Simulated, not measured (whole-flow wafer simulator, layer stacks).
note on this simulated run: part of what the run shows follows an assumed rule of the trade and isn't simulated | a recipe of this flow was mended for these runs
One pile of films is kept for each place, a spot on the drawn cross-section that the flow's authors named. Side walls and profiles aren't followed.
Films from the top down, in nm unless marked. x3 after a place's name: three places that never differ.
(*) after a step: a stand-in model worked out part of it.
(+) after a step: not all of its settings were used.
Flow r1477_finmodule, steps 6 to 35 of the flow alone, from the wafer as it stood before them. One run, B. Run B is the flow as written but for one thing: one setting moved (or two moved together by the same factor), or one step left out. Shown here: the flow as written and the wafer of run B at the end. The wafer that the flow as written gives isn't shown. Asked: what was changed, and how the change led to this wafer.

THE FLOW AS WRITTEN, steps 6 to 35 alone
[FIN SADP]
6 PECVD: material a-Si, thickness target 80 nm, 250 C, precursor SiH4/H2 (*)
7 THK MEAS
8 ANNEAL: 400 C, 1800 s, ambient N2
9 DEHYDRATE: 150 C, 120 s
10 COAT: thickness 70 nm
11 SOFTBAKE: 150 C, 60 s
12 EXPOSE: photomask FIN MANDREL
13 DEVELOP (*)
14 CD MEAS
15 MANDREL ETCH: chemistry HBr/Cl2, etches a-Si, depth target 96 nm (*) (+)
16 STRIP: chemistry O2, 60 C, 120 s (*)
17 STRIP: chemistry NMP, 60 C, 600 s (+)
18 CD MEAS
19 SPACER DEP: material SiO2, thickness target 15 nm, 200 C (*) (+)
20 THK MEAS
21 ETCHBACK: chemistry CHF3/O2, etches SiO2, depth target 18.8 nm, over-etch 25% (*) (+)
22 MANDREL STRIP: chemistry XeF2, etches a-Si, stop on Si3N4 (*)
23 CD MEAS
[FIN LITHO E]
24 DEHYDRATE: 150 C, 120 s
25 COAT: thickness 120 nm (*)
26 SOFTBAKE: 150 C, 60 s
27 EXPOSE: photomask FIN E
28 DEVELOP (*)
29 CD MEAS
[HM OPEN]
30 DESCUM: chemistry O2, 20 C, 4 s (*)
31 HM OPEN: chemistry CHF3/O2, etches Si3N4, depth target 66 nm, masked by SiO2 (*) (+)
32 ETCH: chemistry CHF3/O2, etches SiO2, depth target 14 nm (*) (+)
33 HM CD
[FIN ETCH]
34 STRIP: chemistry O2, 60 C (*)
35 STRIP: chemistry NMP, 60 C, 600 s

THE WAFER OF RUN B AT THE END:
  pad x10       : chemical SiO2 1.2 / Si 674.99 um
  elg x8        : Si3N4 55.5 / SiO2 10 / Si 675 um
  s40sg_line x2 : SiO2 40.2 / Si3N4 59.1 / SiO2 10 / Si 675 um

The cause: step 6, PECVD: thickness target 89.6 nm was run, where the flow has thickness target 80 nm.

How the change led to this, step by step:
  6 PECVD: material a-Si, thickness target 80 nm, 250 C, precursor SiH4/H2 (*)
      pad x10, elg x8, s40cg x2 and 16 more: a-Si +89.6 (new film) (as written it would be: a-Si +80 (new film))
  15 MANDREL ETCH: chemistry HBr/Cl2, etches a-Si, depth target 96 nm (*) (+)
      pad x10, elg x8, s40sg x2, s40sg_line x2, s45sg x2, s45sg_line x2, s50sg x2, s50sg_line x2: a-Si -89.6 (all of it), Si3N4 -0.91 (as written it would be: a-Si -80 (all of it), Si3N4 -2.29)
  22 MANDREL STRIP: chemistry XeF2, etches a-Si, stop on Si3N4 (*)
      s40cg x2, s45cg x2, s50cg x2: a-Si -88.6 (all of it) (as written it would be: a-Si -79 (all of it))
  25 COAT: thickness 120 nm (*)
      s40cg x2: e-beam-resist +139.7 (new film) (as written it would be: e-beam-resist +136.7 (new film))
      s40sg_line x2: e-beam-resist +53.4 (new film) (as written it would be: e-beam-resist +60 (new film))
      (and at 8 more places)
  28 DEVELOP (*)
      s40cg x2: e-beam-resist -139.7 (all of it) (as written it would be: e-beam-resist -136.7 (all of it))
      s40sg_line x2: e-beam-resist -53.4 (all of it) (as written it would be: e-beam-resist -60 (all of it))
      (and at 8 more places)
  31 HM OPEN: chemistry CHF3/O2, etches Si3N4, depth target 66 nm, masked by SiO2 (*) (+)
      pad x10, s40sg x2, s45sg x2, s50sg x2: Si3N4 -55.5 (all of it), SiO2 -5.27 (as written it would be: Si3N4 -54.1 (all of it), SiO2 -5.95)
  32 ETCH: chemistry CHF3/O2, etches SiO2, depth target 14 nm (*) (+)
      pad x10, s40sg x2, s45sg x2, s50sg x2: SiO2 -4.73 (all of it), Si -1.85 (as written it would be: SiO2 -4.05 (all of it), Si -1.99)
